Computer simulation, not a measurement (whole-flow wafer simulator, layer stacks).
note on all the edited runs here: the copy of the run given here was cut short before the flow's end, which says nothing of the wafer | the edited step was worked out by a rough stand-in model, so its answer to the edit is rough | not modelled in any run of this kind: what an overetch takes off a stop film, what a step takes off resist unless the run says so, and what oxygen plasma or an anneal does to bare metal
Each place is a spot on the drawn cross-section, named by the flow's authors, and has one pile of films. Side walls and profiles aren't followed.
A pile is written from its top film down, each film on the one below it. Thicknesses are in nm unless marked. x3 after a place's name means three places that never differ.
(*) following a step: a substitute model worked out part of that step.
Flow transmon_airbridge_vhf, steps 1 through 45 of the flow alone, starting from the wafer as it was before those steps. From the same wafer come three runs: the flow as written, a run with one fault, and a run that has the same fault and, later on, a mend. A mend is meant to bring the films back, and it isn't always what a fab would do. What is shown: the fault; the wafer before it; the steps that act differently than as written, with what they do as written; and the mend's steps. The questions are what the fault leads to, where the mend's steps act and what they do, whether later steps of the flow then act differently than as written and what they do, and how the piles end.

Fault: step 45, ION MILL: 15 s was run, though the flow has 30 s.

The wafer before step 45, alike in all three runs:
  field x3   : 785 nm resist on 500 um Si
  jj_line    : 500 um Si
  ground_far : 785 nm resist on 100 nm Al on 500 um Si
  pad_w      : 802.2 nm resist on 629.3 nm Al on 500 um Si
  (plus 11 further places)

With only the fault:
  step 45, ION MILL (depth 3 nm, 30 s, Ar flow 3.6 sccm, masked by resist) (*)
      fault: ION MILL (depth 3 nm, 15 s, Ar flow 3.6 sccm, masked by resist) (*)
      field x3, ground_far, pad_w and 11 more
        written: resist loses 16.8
        fault: resist loses 8.39
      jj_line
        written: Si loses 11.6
        fault: Si loses 5.82
  None of the later steps of the flow acts differently than as written at any place that is followed.
  The piles end only slightly different from the flow's at the places that both follow, by no more than 2% or 0.5 nm, whichever is larger.

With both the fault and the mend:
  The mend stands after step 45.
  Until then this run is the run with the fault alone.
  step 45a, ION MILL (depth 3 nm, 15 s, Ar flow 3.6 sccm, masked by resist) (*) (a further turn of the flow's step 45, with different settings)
      field x3, ground_far, pad_w and 11 more
        resist loses 8.39
      jj_line
        Si loses 5.82
  None of the later steps of the flow acts differently than as written at any place that is followed.
  The piles end the same as the flow's at every place that both follow.
